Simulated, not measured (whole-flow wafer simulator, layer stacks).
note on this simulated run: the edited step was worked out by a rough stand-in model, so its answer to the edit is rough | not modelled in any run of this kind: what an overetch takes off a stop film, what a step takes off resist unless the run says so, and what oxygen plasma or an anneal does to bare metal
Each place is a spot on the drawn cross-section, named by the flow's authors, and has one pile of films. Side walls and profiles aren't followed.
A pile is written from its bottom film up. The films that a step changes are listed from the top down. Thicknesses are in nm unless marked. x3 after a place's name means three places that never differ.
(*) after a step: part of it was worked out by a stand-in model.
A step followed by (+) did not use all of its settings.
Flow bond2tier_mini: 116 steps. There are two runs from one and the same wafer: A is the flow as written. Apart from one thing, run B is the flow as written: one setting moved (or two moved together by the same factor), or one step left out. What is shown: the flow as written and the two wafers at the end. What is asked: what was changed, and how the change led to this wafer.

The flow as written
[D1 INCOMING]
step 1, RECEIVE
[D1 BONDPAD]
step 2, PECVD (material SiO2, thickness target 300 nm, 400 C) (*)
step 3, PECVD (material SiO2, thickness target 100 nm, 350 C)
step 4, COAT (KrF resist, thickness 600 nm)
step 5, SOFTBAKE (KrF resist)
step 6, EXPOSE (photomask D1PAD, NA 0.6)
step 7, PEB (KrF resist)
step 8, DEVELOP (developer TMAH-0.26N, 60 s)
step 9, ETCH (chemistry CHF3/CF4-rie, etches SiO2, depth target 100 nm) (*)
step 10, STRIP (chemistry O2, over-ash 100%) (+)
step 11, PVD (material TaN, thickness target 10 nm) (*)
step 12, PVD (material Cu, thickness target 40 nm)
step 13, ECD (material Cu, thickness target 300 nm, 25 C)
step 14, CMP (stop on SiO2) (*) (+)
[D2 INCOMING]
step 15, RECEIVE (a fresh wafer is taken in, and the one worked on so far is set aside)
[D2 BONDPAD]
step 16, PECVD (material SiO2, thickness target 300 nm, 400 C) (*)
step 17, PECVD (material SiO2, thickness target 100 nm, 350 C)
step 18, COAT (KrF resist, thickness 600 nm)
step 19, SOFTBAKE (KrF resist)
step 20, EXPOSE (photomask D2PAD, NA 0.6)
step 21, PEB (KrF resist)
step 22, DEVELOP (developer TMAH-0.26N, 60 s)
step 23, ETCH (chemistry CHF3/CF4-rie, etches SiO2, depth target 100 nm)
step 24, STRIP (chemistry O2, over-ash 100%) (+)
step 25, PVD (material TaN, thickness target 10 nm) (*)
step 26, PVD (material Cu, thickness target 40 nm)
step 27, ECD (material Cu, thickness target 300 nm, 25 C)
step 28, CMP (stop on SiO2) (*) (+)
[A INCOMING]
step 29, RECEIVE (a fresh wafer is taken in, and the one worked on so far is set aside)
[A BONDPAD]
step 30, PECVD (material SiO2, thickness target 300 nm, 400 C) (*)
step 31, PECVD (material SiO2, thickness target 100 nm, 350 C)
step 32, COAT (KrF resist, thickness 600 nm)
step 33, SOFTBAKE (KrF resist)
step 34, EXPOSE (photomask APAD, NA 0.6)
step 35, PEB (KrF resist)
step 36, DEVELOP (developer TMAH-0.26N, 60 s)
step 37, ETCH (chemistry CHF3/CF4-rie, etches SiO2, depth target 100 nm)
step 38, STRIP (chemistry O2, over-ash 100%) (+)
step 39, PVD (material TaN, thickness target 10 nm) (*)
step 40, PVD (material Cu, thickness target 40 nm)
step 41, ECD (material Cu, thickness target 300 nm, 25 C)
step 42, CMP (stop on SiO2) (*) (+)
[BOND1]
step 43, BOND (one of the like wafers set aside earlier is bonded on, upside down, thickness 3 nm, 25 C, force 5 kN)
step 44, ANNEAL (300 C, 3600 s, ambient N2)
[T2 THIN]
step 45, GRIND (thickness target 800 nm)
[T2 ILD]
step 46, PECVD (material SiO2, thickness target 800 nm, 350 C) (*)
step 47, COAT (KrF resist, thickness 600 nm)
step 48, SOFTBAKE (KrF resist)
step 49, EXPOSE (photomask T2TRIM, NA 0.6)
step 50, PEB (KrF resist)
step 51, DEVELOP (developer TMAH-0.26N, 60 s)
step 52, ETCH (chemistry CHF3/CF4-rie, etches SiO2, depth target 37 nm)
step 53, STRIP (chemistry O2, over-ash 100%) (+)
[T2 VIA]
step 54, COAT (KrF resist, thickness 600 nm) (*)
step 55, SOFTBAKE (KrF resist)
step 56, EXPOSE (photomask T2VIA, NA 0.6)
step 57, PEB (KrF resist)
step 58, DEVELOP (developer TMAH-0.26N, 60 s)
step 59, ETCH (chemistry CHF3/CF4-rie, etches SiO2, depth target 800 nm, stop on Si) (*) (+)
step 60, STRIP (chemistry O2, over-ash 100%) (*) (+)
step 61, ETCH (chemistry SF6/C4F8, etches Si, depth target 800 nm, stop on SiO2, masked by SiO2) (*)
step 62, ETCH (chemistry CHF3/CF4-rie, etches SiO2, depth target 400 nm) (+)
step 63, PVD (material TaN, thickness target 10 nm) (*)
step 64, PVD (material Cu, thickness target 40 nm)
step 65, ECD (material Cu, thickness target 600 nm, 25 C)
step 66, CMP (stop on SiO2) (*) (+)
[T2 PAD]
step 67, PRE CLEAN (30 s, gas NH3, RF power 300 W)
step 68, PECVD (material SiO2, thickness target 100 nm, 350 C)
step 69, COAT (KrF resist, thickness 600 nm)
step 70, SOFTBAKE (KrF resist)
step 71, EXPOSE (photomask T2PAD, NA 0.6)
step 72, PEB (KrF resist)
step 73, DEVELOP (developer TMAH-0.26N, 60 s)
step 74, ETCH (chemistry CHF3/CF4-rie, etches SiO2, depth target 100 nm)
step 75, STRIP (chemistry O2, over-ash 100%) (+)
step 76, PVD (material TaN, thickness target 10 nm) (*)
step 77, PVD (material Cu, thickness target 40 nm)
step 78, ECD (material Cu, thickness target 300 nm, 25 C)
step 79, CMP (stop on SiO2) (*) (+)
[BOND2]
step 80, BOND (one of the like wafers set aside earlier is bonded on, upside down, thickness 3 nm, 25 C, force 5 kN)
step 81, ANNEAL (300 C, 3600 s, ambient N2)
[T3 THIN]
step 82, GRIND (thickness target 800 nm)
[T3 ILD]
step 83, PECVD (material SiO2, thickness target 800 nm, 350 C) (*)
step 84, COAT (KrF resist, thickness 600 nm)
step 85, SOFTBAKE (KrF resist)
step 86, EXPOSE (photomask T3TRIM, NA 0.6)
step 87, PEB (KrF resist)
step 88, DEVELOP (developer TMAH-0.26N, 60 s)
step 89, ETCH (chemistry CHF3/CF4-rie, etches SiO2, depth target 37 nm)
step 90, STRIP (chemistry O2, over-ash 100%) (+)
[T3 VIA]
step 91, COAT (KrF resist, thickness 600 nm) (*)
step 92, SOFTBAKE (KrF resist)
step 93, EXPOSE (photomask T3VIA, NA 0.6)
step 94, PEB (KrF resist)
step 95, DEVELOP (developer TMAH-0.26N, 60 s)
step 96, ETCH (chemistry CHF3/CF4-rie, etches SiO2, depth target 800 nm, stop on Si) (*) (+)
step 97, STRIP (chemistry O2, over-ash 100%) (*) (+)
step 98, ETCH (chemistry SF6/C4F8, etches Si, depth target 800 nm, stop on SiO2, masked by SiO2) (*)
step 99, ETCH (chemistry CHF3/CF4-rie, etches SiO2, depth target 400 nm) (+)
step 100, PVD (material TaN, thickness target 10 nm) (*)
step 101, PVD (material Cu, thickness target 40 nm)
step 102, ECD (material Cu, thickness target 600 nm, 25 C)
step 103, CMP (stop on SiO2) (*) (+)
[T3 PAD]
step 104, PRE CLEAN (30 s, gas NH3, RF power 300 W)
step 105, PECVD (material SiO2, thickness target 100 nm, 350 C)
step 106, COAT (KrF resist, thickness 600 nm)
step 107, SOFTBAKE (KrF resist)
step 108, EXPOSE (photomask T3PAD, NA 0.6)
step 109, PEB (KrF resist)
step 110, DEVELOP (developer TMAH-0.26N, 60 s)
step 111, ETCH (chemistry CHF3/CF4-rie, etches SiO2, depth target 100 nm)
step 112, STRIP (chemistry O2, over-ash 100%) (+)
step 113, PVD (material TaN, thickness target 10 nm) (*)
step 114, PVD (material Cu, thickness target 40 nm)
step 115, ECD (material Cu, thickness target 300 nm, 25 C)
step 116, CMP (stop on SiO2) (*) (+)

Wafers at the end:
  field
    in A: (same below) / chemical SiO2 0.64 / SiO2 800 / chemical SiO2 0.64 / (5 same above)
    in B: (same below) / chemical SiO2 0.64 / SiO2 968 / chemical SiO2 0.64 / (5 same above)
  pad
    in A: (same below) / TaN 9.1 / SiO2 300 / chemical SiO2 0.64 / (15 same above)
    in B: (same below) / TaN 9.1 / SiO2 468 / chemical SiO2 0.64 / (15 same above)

Cause: step 2, PECVD: thickness target 468 nm was run, while the flow as written has thickness target 300 nm.
The wafer lets one read it off: pad has SiO2 468, and step 2 as written asks for 300 nm.

The path from the change to this, step by step:
  step 2, PECVD (material SiO2, thickness target 300 nm, 400 C) (*)
      field, pad, via: A SiO2 gains 300 (new film) | B SiO2 gains 468 (new film)
  step 43, BOND (one of the like wafers set aside earlier is bonded on, upside down, thickness 3 nm, 25 C, force 5 kN)
      field: A Si gains 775 um (new film), chemical SiO2 gains 0.64 (new film), SiO2 gains 400 | B Si gains 775 um (new film), chemical SiO2 gains 0.64 (new film), SiO2 gains 568
      pad: A Si gains 775 um (new film), chemical SiO2 gains 0.64 (new film), SiO2 gains 300 (new film), TaN gains 9.1 (new film), Cu gains 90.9 | B Si gains 775 um (new film), chemical SiO2 gains 0.64 (new film), SiO2 gains 468 (new film), TaN gains 9.1 (new film), Cu gains 90.9
      (and at 1 other place as well)
